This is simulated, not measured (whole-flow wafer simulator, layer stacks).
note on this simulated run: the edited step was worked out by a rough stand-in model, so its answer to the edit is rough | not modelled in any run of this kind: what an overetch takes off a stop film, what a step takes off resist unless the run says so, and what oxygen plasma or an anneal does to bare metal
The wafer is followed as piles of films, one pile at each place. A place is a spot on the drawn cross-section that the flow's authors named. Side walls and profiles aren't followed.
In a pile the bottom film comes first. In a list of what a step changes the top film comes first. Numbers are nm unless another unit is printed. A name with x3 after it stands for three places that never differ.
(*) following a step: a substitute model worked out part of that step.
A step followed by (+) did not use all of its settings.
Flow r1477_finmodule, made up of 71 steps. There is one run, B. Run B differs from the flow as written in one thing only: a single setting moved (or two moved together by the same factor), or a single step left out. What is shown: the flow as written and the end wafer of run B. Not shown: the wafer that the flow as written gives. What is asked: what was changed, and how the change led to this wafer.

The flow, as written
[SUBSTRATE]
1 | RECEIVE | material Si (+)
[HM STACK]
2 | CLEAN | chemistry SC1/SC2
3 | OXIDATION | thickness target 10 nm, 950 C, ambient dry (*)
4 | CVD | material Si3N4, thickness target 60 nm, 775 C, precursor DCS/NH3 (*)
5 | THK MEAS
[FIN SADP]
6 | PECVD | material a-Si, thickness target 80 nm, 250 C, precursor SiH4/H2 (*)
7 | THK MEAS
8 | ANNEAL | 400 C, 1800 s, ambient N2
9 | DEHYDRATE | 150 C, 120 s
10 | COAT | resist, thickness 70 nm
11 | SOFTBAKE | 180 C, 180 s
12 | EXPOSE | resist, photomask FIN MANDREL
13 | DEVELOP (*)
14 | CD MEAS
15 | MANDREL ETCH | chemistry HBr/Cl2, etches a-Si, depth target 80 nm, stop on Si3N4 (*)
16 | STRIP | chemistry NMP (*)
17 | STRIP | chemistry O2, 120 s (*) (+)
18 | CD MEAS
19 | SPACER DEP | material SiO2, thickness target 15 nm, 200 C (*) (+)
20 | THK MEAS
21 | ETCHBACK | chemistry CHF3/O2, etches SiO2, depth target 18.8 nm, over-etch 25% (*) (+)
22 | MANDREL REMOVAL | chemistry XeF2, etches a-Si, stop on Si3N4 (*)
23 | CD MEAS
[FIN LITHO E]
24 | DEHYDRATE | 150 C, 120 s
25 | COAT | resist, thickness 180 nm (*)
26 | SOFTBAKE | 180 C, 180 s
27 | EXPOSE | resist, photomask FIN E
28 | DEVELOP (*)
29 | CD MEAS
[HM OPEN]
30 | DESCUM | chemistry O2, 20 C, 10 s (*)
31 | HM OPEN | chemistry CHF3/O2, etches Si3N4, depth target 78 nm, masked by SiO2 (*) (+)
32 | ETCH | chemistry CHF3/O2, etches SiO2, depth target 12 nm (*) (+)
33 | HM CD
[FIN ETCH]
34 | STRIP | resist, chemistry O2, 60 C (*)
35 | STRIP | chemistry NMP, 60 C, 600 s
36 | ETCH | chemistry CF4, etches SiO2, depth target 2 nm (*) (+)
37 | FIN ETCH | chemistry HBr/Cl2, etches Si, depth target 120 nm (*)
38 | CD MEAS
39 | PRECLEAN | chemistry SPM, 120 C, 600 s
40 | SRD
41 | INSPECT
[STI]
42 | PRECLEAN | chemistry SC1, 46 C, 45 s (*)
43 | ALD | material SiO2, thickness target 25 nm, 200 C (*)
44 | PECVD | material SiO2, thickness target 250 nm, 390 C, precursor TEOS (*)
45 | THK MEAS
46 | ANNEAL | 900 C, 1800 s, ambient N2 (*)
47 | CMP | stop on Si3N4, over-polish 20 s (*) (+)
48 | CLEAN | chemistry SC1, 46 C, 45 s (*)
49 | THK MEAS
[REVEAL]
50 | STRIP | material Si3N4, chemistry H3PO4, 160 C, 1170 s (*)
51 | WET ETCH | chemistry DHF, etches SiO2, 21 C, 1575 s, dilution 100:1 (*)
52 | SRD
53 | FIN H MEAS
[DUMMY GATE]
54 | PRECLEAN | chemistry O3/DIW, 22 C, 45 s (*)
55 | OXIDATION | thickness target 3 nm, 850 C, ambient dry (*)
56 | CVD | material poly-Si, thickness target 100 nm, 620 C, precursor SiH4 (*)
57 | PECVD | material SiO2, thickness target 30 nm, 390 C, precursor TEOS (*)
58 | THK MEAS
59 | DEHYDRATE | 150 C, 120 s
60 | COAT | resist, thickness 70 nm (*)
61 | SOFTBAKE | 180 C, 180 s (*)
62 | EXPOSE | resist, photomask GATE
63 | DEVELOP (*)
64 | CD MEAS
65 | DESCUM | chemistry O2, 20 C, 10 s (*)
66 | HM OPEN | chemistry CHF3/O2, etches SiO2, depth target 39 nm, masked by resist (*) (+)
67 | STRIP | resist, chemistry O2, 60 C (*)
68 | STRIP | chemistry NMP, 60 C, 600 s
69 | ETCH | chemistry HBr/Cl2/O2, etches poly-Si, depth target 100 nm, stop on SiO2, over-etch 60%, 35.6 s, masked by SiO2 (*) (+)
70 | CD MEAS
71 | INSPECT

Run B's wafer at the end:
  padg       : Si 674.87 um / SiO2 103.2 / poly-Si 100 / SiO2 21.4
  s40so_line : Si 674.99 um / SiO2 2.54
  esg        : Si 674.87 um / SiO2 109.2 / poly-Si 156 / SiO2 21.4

The reason: step 57, PECVD: thickness target 26.7 nm was run, whereas the flow has thickness target 30 nm.

How this came from the change, step by step:
  57 | PECVD | material SiO2, thickness target 30 nm, 390 C, precursor TEOS (*)
      pad, padg, elg and 33 more: +26.7 SiO2 (new film) (it would be, as written: +30 SiO2 (new film))
  66 | HM OPEN | chemistry CHF3/O2, etches SiO2, depth target 39 nm, masked by resist (*) (+)
      pad, elo, eso and 15 more: -26.7 SiO2 (all of it), -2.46 poly-Si (it would be, as written: -30 SiO2 (all of it), -1.8 poly-Si)
